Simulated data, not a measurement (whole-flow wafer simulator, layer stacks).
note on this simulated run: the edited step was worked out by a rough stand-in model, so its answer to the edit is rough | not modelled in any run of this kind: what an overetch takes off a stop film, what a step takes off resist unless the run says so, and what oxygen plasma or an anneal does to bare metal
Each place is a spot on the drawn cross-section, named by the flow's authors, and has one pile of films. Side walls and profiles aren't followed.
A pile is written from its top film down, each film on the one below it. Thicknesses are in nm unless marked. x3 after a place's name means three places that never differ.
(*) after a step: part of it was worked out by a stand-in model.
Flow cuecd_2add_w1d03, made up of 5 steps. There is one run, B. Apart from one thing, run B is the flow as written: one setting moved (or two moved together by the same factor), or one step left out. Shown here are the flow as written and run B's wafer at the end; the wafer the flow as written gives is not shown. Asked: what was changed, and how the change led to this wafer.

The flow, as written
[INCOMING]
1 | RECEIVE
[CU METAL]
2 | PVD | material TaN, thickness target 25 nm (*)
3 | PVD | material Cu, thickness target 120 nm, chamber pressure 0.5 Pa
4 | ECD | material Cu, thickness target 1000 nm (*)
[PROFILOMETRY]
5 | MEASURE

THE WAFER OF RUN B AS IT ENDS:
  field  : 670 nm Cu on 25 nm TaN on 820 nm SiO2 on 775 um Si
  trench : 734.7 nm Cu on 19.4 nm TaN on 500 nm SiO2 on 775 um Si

Cause: step 4, ECD: thickness target 550 nm was run, whereas the flow has thickness target 1000 nm.

Step by step, how the change led to this:
  4 | ECD | material Cu, thickness target 1000 nm (*)
      field: Cu gains 550 (as written it would have been: Cu gains 1000)
      trench: Cu gains 641.2 (as written it would have been: Cu gains 1226.8)
